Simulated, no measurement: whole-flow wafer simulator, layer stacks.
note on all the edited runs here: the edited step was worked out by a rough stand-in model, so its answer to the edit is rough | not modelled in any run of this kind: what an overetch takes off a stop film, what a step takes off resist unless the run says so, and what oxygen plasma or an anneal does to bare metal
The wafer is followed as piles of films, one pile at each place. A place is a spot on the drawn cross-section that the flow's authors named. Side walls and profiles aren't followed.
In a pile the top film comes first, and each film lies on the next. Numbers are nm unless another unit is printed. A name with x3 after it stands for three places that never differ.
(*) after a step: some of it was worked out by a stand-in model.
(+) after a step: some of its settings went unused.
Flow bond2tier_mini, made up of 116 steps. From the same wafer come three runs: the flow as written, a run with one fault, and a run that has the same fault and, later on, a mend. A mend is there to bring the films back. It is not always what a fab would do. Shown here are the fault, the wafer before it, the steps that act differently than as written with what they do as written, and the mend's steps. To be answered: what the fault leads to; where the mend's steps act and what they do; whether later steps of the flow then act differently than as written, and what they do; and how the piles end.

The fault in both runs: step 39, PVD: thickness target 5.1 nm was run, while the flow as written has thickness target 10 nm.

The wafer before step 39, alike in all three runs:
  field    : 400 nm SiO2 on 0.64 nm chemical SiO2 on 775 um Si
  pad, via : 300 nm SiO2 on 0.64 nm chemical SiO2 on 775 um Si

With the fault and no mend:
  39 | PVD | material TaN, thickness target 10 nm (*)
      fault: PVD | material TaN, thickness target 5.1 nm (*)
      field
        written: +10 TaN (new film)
        fault: +5.1 TaN (new film)
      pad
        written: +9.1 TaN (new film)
        fault: +4.64 TaN (new film)
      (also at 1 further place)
  Steps later in the flow that act otherwise than as written (1 more step, not shown, differs only slightly: by at most 2% or 0.5 nm, whichever is larger):
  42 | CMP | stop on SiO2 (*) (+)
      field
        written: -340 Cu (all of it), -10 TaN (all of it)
        fault: -340 Cu (all of it), -5.1 TaN (all of it)
  By the end, the piles at pad depart from the flow's by more than 2% or 0.5 nm, whichever is larger.
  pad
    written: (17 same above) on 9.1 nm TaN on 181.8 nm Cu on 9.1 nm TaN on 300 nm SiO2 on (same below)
    fault: (17 same above) on 9.1 nm TaN on 186.3 nm Cu on 4.64 nm TaN on 300 nm SiO2 on (same below)

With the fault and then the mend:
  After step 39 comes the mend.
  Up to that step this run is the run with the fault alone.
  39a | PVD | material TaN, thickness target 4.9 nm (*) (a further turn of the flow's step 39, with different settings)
      field
        +4.9 TaN
      pad
        +4.46 TaN
      via
        +4.89 TaN
  Later steps of the flow that are run all act as written at every place that is followed.
  At every place that both follow, the piles at the end match the flow's.
